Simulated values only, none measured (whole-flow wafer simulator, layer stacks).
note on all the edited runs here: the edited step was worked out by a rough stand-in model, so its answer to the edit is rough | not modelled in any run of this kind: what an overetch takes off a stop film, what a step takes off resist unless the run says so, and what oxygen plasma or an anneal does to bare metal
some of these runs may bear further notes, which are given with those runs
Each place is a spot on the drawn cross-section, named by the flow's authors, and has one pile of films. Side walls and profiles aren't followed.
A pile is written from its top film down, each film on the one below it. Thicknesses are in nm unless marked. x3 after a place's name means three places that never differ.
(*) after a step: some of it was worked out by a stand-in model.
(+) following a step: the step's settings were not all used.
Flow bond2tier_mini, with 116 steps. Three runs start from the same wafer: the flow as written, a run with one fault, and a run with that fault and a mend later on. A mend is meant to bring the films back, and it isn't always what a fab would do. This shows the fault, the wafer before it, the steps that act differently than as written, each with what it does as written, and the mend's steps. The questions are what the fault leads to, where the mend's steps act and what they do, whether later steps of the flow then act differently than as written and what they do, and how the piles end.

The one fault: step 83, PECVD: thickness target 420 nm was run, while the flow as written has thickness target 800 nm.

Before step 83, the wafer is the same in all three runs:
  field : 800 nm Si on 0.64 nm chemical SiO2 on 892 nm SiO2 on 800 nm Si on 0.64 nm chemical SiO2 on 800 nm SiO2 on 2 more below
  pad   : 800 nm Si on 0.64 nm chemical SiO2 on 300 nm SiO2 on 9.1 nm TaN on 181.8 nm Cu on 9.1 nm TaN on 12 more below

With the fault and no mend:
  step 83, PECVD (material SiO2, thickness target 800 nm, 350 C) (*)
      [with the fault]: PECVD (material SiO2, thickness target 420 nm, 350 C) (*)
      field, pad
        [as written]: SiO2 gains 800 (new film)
        [with the fault]: SiO2 gains 420 (new film)
  Later steps of the flow acting differently than as written (1 more step, not shown, differs only slightly: by at most 2% or 0.5 nm, whichever is larger):
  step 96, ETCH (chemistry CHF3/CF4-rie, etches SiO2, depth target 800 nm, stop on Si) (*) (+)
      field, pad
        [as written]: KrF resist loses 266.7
        [with the fault]: KrF resist loses 191.5
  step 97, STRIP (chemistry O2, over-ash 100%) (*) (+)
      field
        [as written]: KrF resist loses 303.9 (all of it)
        [with the fault]: KrF resist loses 379.1 (all of it)
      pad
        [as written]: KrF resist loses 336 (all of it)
        [with the fault]: KrF resist loses 411.1 (all of it)
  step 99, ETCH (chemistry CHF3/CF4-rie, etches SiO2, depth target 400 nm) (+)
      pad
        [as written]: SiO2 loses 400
        [with the fault]: SiO2 loses 375 (all of it), Si loses 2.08
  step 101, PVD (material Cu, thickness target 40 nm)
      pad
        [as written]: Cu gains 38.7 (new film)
        [with the fault]: Cu gains 40 (new film)
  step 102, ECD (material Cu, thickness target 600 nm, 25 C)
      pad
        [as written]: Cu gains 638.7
        [with the fault]: Cu gains 614.2
  The piles end different from the flow's at field, pad by more than 2% or 0.5 nm, whichever is larger.
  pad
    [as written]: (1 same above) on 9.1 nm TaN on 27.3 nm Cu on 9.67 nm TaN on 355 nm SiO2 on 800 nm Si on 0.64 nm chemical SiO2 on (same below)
    [with the fault]: (1 same above) on 9.1 nm TaN on 4.2 nm Cu on 9.88 nm TaN on 797.9 nm Si on 0.64 nm chemical SiO2 on (same below)
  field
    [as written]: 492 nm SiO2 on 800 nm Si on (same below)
    [with the fault]: 112 nm SiO2 on 800 nm Si on (same below)

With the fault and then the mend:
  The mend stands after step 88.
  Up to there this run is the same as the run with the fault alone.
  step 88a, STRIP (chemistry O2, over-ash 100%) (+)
      field
        KrF resist loses 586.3 (all of it)
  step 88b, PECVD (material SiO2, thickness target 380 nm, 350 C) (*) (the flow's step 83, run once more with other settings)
      field, pad
        SiO2 gains 380
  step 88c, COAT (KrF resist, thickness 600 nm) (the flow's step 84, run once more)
      field, pad
        KrF resist gains 600 (new film)
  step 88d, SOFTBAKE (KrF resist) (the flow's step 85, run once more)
      alters no film at any place that is followed
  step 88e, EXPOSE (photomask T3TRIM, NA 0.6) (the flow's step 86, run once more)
      alters no film at any place that is followed
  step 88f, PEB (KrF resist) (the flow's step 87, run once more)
      alters no film at any place that is followed
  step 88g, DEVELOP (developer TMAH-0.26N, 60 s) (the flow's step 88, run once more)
      field
        KrF resist loses 13.7
      pad
        KrF resist loses 600 (all of it)
  None of the later steps of the flow acts differently than as written at any place that is followed.
  By the end, the piles equal the flow's at every place that both follow.
